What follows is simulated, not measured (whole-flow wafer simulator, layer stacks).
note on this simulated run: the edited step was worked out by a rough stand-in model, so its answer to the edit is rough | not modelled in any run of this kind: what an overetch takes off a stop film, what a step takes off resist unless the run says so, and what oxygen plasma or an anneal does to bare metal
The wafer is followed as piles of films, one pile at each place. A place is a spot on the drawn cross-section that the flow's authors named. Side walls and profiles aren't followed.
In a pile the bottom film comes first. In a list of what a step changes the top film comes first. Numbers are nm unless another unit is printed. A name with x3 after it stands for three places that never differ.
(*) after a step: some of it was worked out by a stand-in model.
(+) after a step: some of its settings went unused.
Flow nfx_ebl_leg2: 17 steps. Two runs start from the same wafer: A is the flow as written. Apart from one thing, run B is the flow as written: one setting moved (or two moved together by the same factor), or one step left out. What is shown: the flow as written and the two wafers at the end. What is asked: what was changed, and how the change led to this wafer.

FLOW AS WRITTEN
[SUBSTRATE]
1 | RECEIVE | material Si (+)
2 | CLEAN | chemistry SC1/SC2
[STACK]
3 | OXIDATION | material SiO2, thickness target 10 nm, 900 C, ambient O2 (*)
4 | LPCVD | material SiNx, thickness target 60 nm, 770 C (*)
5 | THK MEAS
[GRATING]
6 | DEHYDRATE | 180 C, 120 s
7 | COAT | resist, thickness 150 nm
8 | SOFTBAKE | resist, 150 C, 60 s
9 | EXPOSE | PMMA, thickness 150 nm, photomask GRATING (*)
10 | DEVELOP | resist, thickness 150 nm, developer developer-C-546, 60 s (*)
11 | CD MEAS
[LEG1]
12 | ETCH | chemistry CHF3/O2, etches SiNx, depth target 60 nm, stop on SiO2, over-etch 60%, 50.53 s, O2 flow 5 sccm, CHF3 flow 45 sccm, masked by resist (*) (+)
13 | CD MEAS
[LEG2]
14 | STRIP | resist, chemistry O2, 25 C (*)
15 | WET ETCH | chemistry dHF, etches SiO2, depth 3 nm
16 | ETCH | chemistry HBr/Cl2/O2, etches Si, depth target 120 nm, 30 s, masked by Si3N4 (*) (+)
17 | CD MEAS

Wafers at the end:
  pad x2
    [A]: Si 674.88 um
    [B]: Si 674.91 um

Cause: step 16, ETCH: depth target 84 nm was run, while the flow as written has depth target 120 nm.

Step by step, how the change led to this:
  16 | ETCH | chemistry HBr/Cl2/O2, etches Si, depth target 120 nm, 30 s, masked by Si3N4 (*) (+)
      pad x2: A Si loses 120 | B Si loses 84
